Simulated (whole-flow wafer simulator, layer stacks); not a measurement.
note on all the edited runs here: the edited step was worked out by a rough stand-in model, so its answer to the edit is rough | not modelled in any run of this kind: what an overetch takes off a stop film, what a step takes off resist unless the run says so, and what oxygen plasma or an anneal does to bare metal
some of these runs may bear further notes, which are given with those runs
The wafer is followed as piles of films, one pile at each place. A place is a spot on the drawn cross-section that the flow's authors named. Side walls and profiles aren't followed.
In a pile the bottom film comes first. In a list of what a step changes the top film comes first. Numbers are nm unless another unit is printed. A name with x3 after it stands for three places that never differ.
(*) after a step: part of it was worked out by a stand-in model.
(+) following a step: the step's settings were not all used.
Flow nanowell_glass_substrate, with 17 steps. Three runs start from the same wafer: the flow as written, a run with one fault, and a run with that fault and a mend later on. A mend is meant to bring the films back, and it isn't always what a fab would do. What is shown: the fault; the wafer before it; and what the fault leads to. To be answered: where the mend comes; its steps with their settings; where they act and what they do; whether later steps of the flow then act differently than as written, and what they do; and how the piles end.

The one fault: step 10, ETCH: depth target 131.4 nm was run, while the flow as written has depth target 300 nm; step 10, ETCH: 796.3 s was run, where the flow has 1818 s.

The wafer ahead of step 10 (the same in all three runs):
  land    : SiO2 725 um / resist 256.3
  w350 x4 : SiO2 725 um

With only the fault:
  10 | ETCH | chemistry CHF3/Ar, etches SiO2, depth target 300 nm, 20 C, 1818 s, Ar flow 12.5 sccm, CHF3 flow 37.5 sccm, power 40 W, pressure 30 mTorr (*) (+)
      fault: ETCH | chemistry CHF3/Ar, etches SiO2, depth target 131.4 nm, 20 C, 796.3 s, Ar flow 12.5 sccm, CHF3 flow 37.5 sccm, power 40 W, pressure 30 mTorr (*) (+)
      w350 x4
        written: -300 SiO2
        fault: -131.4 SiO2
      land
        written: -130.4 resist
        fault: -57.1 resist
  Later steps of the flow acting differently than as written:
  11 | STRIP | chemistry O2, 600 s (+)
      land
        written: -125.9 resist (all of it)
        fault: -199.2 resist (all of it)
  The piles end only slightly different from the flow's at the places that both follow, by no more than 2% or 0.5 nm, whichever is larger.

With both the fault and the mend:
  After step 10 comes the mend.
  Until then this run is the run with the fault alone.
  10a | ETCH | chemistry CHF3/Ar, etches SiO2, depth target 168.6 nm, 20 C, 1022 s, Ar flow 12.5 sccm, CHF3 flow 37.5 sccm, power 40 W, pressure 30 mTorr (*) (+) (a further turn of the flow's step 10, with different settings)
      w350 x4
        -168.6 SiO2
      land
        -73.3 resist
  None of the later steps of the flow acts differently than as written at any place that is followed.
  By the end, the piles equal the flow's at every place that both follow.
